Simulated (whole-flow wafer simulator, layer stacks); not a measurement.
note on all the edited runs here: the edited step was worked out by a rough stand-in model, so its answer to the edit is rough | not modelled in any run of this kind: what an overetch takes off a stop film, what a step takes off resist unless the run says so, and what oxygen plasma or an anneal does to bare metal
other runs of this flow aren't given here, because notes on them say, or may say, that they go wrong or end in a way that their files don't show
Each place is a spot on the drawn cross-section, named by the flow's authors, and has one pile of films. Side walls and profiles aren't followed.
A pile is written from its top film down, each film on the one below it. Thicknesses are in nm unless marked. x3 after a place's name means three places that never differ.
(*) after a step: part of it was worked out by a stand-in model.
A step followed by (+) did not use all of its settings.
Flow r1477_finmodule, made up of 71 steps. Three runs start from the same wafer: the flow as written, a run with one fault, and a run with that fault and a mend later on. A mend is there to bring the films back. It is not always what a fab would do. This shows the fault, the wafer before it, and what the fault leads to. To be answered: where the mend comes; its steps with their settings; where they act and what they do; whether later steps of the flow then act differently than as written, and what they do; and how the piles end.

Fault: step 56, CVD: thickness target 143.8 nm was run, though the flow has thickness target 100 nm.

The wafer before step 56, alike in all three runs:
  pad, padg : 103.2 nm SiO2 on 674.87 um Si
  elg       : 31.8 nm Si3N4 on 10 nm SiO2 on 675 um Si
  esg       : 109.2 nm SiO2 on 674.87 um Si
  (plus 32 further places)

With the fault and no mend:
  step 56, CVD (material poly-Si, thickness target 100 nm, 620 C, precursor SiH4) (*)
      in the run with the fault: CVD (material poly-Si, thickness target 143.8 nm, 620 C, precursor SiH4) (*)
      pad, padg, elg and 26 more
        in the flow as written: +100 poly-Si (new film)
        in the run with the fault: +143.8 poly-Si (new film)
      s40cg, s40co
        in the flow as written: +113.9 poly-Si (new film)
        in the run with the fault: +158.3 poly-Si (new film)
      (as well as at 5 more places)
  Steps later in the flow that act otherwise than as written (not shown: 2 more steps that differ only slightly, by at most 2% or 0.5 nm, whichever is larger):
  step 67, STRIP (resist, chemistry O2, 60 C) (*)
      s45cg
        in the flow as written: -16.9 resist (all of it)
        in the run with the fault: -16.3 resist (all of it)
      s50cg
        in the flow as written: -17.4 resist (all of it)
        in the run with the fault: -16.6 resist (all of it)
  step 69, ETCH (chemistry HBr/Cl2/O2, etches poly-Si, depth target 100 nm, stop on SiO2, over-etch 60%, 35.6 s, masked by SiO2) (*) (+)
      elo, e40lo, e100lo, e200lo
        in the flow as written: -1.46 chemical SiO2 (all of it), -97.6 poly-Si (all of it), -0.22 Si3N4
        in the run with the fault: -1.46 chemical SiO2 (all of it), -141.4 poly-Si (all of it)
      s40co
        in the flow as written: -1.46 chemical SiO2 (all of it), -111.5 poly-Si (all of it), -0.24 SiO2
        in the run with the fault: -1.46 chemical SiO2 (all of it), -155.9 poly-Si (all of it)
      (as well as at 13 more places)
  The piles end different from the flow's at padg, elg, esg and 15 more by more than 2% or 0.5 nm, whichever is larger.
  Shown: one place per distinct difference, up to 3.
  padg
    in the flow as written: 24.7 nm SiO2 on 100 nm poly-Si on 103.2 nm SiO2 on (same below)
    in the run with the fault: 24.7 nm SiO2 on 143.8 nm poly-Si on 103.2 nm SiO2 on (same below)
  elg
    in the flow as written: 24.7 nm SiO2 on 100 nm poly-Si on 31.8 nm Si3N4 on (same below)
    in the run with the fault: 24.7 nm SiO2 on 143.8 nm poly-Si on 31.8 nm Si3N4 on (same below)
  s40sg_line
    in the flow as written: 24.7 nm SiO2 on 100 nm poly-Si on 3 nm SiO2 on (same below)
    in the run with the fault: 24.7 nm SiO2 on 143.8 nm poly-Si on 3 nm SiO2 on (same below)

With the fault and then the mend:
  The mend follows step 56.
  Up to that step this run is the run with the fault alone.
  step 56a, ETCH (chemistry tmah, depth target 254.7 nm)
      pad, padg, elg and 26 more
        -143.8 poly-Si (all of it)
      s40cg, s40co
        -158.3 poly-Si (all of it)
      s45cg, s45co
        -158 poly-Si (all of it)
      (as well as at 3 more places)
  step 56b, CLEAN (chemistry SC1, 46 C, 45 s) (*) (a further turn of the flow's step 48)
      s40sg_line, s45sg_line, s50sg_line, s40so_line, s45so_line, s50so_line
        -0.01 SiO2
  step 56c, CVD (material poly-Si, thickness target 100 nm, 620 C, precursor SiH4) (*) (a further turn of the flow's step 56)
      pad, padg, elg and 26 more
        +100 poly-Si (new film)
      s40cg, s40co
        +113.9 poly-Si (new film)
      s45cg, s45co
        +113.4 poly-Si (new film)
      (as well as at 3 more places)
  Every later step of the flow that is run acts as written, at every place that is followed, to within 2% or 0.5 nm, whichever is larger.
  The piles end only slightly different from the flow's at the places that both follow, by no more than 2% or 0.5 nm, whichever is larger.
